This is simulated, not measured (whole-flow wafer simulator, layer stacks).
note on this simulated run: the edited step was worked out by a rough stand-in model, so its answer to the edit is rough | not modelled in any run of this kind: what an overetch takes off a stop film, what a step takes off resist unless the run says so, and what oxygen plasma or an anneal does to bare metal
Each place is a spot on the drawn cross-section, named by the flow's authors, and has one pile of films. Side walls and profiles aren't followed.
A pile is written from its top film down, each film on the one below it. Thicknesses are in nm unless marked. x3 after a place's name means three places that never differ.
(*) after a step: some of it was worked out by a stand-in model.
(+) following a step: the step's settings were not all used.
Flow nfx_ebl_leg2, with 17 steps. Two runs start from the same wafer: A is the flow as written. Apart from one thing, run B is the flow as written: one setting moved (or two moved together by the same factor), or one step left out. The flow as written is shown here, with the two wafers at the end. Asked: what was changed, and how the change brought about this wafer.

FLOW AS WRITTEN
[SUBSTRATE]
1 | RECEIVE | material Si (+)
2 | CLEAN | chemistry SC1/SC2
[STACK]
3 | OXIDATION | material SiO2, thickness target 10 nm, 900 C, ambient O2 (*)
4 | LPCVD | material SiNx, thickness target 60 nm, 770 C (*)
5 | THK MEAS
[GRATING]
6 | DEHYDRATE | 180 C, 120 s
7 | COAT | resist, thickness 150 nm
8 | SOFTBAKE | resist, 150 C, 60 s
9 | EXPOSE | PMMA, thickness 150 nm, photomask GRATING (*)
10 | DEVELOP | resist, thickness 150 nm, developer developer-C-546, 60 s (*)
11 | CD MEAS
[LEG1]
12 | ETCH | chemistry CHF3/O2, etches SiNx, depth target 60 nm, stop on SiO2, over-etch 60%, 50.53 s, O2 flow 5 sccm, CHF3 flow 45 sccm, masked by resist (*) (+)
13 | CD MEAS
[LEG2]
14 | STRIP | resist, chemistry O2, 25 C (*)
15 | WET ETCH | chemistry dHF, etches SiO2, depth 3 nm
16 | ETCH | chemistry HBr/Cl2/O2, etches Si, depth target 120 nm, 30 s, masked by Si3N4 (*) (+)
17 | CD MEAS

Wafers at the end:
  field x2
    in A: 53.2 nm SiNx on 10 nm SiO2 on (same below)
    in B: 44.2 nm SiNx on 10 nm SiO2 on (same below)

What caused this: step 4, LPCVD: thickness target 51 nm was run, whereas the flow has thickness target 60 nm.

How this came from the change, step by step:
  4 | LPCVD | material SiNx, thickness target 60 nm, 770 C (*)
      field x2, pad x2: A +60 SiNx (new film) | B +51 SiNx (new film)
  12 | ETCH | chemistry CHF3/O2, etches SiNx, depth target 60 nm, stop on SiO2, over-etch 60%, 50.53 s, O2 flow 5 sccm, CHF3 flow 45 sccm, masked by resist (*) (+)
      pad x2: A -60 SiNx (all of it), -10 SiO2 (all of it) | B -51 SiNx (all of it), -10 SiO2 (all of it)
